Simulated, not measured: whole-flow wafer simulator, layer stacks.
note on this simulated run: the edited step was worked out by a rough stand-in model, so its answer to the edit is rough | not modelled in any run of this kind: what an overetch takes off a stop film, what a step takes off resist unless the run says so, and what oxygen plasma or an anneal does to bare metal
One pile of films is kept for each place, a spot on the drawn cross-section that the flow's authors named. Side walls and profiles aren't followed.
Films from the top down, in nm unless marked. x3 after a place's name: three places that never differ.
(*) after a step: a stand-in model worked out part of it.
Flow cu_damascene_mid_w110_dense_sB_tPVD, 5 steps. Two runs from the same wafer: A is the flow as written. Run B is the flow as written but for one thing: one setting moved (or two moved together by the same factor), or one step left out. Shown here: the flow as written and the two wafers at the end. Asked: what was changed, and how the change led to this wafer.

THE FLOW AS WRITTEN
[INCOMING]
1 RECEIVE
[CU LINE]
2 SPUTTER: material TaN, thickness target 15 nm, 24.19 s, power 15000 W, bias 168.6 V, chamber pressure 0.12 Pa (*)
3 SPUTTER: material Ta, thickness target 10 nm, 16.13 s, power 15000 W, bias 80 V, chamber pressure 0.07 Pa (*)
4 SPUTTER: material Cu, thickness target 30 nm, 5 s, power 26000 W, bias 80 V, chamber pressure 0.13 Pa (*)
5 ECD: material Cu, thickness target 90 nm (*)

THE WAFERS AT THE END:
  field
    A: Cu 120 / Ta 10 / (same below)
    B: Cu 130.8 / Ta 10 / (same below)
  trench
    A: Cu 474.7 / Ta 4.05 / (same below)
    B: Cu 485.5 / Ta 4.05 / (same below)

The cause: step 4, SPUTTER: power 35360 W was run, where the flow has power 26000 W.

How the change led to this, step by step:
  4 SPUTTER: material Cu, thickness target 30 nm, 5 s, power 26000 W, bias 80 V, chamber pressure 0.13 Pa (*)
      field: A Cu +30 (new film) | B Cu +40.8 (new film)
      trench: A Cu +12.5 (new film) | B Cu +18 (new film)
